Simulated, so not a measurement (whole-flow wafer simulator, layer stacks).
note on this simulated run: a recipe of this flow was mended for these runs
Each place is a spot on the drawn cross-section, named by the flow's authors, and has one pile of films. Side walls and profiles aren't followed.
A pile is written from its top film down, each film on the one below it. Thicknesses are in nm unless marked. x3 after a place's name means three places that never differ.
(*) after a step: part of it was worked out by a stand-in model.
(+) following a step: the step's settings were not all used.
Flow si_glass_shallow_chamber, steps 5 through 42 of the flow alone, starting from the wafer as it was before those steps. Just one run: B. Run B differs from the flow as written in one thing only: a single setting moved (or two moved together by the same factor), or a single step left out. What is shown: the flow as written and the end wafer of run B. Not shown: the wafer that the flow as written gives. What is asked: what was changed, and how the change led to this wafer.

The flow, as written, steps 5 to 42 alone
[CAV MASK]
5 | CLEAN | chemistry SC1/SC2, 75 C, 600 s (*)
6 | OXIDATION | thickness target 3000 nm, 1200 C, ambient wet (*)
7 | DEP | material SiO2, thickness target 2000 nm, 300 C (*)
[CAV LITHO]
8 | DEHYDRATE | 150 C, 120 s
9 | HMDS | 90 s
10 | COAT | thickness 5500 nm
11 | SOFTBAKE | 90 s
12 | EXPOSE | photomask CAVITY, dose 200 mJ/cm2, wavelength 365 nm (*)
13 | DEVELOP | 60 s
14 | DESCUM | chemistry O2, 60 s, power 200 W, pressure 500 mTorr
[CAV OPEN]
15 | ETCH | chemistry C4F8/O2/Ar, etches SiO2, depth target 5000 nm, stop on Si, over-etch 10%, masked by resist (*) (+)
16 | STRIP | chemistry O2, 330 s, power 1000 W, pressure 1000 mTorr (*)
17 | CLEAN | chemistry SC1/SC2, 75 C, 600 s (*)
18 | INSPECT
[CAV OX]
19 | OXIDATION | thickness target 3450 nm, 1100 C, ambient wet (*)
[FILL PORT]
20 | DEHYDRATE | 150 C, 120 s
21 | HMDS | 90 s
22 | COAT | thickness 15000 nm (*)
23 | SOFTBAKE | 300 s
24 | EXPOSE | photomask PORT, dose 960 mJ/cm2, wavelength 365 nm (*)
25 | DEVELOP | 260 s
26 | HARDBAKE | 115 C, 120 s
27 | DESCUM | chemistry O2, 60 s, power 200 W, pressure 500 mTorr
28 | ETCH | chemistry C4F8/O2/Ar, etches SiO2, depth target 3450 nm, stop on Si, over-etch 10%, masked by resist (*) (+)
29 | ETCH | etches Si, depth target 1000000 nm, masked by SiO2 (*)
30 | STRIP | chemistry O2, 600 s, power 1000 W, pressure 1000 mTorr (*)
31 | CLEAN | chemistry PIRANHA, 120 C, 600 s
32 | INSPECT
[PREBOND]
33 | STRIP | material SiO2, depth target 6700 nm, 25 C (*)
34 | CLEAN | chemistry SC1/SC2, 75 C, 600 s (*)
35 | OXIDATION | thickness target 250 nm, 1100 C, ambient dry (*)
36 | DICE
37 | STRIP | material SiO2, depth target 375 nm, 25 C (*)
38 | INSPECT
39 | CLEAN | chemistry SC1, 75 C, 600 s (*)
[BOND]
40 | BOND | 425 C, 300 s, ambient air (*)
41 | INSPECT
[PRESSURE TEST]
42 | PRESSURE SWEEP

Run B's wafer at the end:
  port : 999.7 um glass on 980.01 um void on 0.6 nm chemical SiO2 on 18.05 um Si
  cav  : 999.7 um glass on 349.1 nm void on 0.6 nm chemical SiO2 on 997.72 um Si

Cause: step 15, ETCH: depth target 2500 nm was run, whereas the flow has depth target 5000 nm.

How this came from the change, step by step:
  15 | ETCH | chemistry C4F8/O2/Ar, etches SiO2, depth target 5000 nm, stop on Si, over-etch 10%, masked by resist (*) (+)
      cav, port: SiO2 loses 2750 (it would be, as written: SiO2 loses 5000 (all of it), Si loses 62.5)
      rim, ramp, septum, ring: thick-i-line-resist loses 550 (it would be, as written: thick-i-line-resist loses 1100)
  16 | STRIP | chemistry O2, 330 s, power 1000 W, pressure 1000 mTorr (*)
      cav, port: nothing (it would be, as written: chemical SiO2 gains 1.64 (new film), Si loses 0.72)
      rim, ramp, septum, ring: thick-i-line-resist loses 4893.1 (all of it) (it would be, as written: thick-i-line-resist loses 4343.1 (all of it))
  17 | CLEAN | chemistry SC1/SC2, 75 C, 600 s (*)
      cav, port: SiO2 loses 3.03 (it would be, as written: chemical SiO2 loses 1.04, Si loses 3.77)
  19 | OXIDATION | thickness target 3450 nm, 1100 C, ambient wet (*)
      cav, port: SiO2 gains 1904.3, Si loses 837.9 (it would be, as written: SiO2 gains 3450 (new film), chemical SiO2 loses 0.6 (all of it), Si loses 1517.7)
  22 | COAT | thickness 15000 nm (*)
      rim: thick-i-line-resist gains 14 um (new film) (it would be, as written: thick-i-line-resist gains 13.4 um (new film))
      ramp: thick-i-line-resist gains 13.69 um (new film) (it would be, as written: thick-i-line-resist gains 12.89 um (new film))
      (also at 4 further places)
  23 | SOFTBAKE | 300 s
      rim: thick-i-line-resist loses 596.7 (it would be, as written: thick-i-line-resist loses 997)
      ramp: thick-i-line-resist loses 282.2 (it would be, as written: thick-i-line-resist loses 487.1)
      (also at 4 further places)
  25 | DEVELOP | 260 s
      port: thick-i-line-resist loses 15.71 um (all of it) (it would be, as written: thick-i-line-resist loses 16.16 um (all of it))
  26 | HARDBAKE | 115 C, 120 s
      rim, ramp: thick-i-line-resist loses 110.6 (it would be, as written: thick-i-line-resist loses 98.2)
      cav: thick-i-line-resist loses 137.5 (it would be, as written: thick-i-line-resist loses 147.1)
  28 | ETCH | chemistry C4F8/O2/Ar, etches SiO2, depth target 3450 nm, stop on Si, over-etch 10%, masked by resist (*) (+)
      port: SiO2 loses 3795 (it would be, as written: SiO2 loses 3450 (all of it), Si loses 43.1)
  29 | ETCH | etches Si, depth target 1000000 nm, masked by SiO2 (*)
      port: SiO2 loses 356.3 (all of it), Si loses 979.66 um (it would be, as written: hole gains 997.05 um (new film), Si loses 997.05 um (all of it))
      rim, ramp: thick-i-line-resist loses 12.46 um (all of it), SiO2 loses 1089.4 (it would be, as written: thick-i-line-resist loses 11.47 um (all of it), SiO2 loses 1617.3)
      (also at 2 further places)
  30 | STRIP | chemistry O2, 600 s, power 1000 W, pressure 1000 mTorr (*)
      port: chemical SiO2 gains 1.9 (new film), Si loses 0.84 (it would be, as written: nothing)
      cav: thick-i-line-resist loses 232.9 (all of it) (it would be, as written: thick-i-line-resist loses 669.6 (all of it))
  33 | STRIP | material SiO2, depth target 6700 nm, 25 C (*)
      port: chemical SiO2 loses 1.9 (all of it) (it would be, as written: nothing)
      rim, ramp: SiO2 loses 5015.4 (all of it) (it would be, as written: SiO2 loses 4487.5 (all of it))
      (also at 1 further place)
  34 | CLEAN | chemistry SC1/SC2, 75 C, 600 s (*)
      port: chemical SiO2 gains 0.6 (new film), Si loses 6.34 (it would be, as written: nothing)
  35 | OXIDATION | thickness target 250 nm, 1100 C, ambient dry (*)
      port: SiO2 gains 250 (new film), chemical SiO2 loses 0.6 (all of it), Si loses 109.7 (it would be, as written: nothing)
  37 | STRIP | material SiO2, depth target 375 nm, 25 C (*)
      port: SiO2 loses 250 (all of it) (it would be, as written: nothing)
  39 | CLEAN | chemistry SC1, 75 C, 600 s (*)
      port: chemical SiO2 gains 0.6 (new film), Si loses 6.34 (it would be, as written: nothing)
  40 | BOND | 425 C, 300 s, ambient air (*)
      port: glass gains 999.7 um (new film), void gains 980.01 um (new film) (it would be, as written: glass gains 999.7 um (new film), hole gains 1017.3)
      cav: glass gains 999.7 um (new film), void gains 349.1 (new film) (it would be, as written: glass gains 999.7 um (new film), void gains 1095.9 (new film))
